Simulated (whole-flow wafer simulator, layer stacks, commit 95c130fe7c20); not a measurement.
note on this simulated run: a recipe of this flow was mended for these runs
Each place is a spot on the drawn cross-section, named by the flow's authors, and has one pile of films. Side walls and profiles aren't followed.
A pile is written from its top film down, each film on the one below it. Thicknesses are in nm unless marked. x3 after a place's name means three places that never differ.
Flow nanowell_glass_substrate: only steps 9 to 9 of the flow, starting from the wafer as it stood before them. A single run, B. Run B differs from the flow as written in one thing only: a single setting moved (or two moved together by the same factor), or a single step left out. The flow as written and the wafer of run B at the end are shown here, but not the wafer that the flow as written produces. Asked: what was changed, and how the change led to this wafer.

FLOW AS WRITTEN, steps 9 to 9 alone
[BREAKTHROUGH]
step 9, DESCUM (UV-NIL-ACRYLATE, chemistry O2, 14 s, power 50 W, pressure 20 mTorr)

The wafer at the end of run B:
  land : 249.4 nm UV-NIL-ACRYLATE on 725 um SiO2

What caused this: step 9, DESCUM: 16.8 s was run, though the flow has 14 s.

Step by step, how the change led to this:
  step 9, DESCUM (UV-NIL-ACRYLATE, chemistry O2, 14 s, power 50 W, pressure 20 mTorr)
      land: -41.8 UV-NIL-ACRYLATE (in the flow as written it would be: -34.9 UV-NIL-ACRYLATE)
